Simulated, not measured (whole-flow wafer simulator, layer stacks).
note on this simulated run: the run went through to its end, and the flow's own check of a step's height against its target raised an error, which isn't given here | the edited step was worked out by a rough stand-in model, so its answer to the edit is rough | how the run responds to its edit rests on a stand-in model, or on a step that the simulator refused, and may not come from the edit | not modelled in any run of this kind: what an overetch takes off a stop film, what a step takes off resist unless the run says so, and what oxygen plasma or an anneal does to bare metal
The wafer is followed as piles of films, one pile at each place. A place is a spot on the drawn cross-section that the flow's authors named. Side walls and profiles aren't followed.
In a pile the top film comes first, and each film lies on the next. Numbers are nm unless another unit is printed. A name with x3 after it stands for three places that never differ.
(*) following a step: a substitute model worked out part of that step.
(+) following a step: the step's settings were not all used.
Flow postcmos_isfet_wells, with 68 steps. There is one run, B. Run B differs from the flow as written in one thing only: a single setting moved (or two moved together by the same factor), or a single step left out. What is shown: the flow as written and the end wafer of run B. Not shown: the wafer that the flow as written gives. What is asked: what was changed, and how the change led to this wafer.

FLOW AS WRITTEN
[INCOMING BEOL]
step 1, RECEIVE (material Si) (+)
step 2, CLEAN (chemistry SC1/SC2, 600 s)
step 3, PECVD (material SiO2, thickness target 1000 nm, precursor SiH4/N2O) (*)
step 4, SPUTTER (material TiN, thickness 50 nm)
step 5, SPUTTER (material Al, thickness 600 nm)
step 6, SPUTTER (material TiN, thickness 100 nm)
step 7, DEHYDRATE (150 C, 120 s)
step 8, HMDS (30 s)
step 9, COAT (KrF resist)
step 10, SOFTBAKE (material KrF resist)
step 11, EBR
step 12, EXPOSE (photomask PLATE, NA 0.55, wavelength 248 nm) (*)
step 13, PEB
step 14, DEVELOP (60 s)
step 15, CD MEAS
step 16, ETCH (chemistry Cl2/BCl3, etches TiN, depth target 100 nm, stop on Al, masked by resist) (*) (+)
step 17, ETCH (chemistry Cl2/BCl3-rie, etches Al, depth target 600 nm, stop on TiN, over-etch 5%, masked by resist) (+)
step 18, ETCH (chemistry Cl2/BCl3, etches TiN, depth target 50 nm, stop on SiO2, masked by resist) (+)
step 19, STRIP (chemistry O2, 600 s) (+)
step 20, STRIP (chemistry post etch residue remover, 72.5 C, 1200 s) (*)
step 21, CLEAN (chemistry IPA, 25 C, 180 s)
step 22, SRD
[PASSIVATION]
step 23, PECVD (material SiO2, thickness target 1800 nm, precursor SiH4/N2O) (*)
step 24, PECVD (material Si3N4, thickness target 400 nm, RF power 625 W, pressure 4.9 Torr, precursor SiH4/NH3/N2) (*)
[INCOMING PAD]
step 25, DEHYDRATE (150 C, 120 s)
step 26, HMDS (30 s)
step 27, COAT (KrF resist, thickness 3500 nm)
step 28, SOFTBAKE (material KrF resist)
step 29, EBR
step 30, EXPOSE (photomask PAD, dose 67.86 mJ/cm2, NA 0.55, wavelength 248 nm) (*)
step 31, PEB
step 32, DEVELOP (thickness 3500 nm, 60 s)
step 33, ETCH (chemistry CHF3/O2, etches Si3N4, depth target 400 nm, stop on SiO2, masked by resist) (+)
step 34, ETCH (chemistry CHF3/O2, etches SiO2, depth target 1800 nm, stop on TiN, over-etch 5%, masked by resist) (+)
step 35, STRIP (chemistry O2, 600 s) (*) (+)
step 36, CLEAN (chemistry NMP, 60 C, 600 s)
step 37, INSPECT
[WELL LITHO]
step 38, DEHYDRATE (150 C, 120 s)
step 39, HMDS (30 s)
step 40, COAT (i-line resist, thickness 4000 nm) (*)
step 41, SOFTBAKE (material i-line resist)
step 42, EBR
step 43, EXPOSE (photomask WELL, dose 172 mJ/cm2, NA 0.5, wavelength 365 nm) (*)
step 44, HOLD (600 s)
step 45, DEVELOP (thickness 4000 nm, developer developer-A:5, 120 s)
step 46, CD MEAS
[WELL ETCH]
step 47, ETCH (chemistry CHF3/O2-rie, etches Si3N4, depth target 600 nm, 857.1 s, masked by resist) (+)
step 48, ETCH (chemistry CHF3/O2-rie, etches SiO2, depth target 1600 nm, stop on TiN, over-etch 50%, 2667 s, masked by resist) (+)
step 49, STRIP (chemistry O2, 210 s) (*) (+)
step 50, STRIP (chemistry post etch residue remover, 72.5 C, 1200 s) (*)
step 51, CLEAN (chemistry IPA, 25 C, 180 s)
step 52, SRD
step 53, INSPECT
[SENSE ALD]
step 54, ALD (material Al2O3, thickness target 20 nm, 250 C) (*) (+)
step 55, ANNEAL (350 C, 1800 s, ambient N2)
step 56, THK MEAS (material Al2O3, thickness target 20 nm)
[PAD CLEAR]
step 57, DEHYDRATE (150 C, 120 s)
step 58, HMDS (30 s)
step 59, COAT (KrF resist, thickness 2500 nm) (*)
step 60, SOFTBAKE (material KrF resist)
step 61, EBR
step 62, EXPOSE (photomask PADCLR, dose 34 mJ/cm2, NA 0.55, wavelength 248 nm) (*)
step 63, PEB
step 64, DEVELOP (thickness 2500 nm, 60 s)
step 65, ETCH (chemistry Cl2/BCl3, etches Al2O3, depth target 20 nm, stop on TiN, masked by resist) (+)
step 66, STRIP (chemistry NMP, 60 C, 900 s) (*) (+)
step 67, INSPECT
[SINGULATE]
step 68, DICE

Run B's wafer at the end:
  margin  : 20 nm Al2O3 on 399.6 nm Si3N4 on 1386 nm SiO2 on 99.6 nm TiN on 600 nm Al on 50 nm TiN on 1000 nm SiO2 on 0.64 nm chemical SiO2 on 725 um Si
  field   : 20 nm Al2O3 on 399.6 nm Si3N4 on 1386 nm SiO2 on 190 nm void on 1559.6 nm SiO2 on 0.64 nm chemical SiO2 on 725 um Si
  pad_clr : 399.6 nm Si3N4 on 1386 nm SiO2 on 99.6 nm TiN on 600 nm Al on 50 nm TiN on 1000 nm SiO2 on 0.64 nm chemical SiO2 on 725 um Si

The reason: step 23, PECVD: thickness target 1386 nm was run, while the flow as written has thickness target 1800 nm.
One can read it off the wafer: margin has SiO2 1386, and step 23 as written asks for 1800 nm.

Step by step, how the change led to this:
  step 23, PECVD (material SiO2, thickness target 1800 nm, precursor SiH4/N2O) (*)
      margin, well900, well1300 x3, pad_rim, pad_clr, pad_open: +1386 SiO2 (new film) (in the flow as written it would be: +1800 SiO2 (new film))
      field: +1386 SiO2 (new film), +190 void (new film), +559.6 SiO2 (in the flow as written it would be: +1800 SiO2 (new film), +189.9 void (new film), +559.7 SiO2)
  step 34, ETCH (chemistry CHF3/O2, etches SiO2, depth target 1800 nm, stop on TiN, over-etch 5%, masked by resist) (+)
      field, margin, well900, well1300 x3, pad_rim, pad_clr: -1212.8 KrF resist (in the flow as written it would be: -1500 KrF resist)
      pad_open: -1386 SiO2 (all of it) (in the flow as written it would be: -1800 SiO2 (all of it))
  step 35, STRIP (chemistry O2, 600 s) (*) (+)
      field, margin, well900, well1300 x3, pad_rim, pad_clr: -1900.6 KrF resist (all of it) (in the flow as written it would be: -1613.3 KrF resist (all of it))
  step 40, COAT (i-line resist, thickness 4000 nm) (*)
      pad_clr: +3387.5 i-line resist (new film) (in the flow as written it would be: +3256.8 i-line resist (new film))
      pad_open: +4655.5 i-line resist (new film) (in the flow as written it would be: +4804.7 i-line resist (new film))
  step 41, SOFTBAKE (material i-line resist)
      pad_clr: -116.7 i-line resist (in the flow as written it would be: -156.7 i-line resist)
      pad_open: +96.5 i-line resist (in the flow as written it would be: +115.3 i-line resist)
  step 48, ETCH (chemistry CHF3/O2-rie, etches SiO2, depth target 1600 nm, stop on TiN, over-etch 50%, 2667 s, masked by resist) (+)
      well900, well1300 x3: -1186 SiO2 (all of it) (in the flow as written it would be: -1600 SiO2 (all of it))
  step 49, STRIP (chemistry O2, 210 s) (*) (+)
      pad_clr: -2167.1 i-line resist (all of it) (in the flow as written it would be: -1996.5 i-line resist (all of it))
      pad_open: -3648.3 i-line resist (all of it) (in the flow as written it would be: -3816.3 i-line resist (all of it))
  step 59, COAT (KrF resist, thickness 2500 nm) (*)
      field: +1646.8 KrF resist (new film) (in the flow as written it would be: +1449 KrF resist (new film))
      margin: +1646.7 KrF resist (new film) (in the flow as written it would be: +1448.9 KrF resist (new film))
      (also at 3 further places)
  step 60, SOFTBAKE (material KrF resist)
      pad_clr: -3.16 KrF resist (in the flow as written it would be: -3.77 KrF resist)
  step 63, PEB
      field, margin: -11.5 KrF resist (in the flow as written it would be: -10.1 KrF resist)
      pad_rim: -14.6 KrF resist (in the flow as written it would be: -13.9 KrF resist)
      (also at 2 further places)
  step 64, DEVELOP (thickness 2500 nm, 60 s)
      pad_clr: -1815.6 KrF resist (all of it) (in the flow as written it would be: -1676 KrF resist (all of it))
      pad_open: -2941.5 KrF resist (all of it) (in the flow as written it would be: -3045.1 KrF resist (all of it))
  step 66, STRIP (chemistry NMP, 60 C, 900 s) (*) (+)
      field: -1596.5 KrF resist (all of it) (in the flow as written it would be: -1400.1 KrF resist (all of it))
      margin: -1596.4 KrF resist (all of it) (in the flow as written it would be: -1400.1 KrF resist (all of it))
      (also at 1 further place)
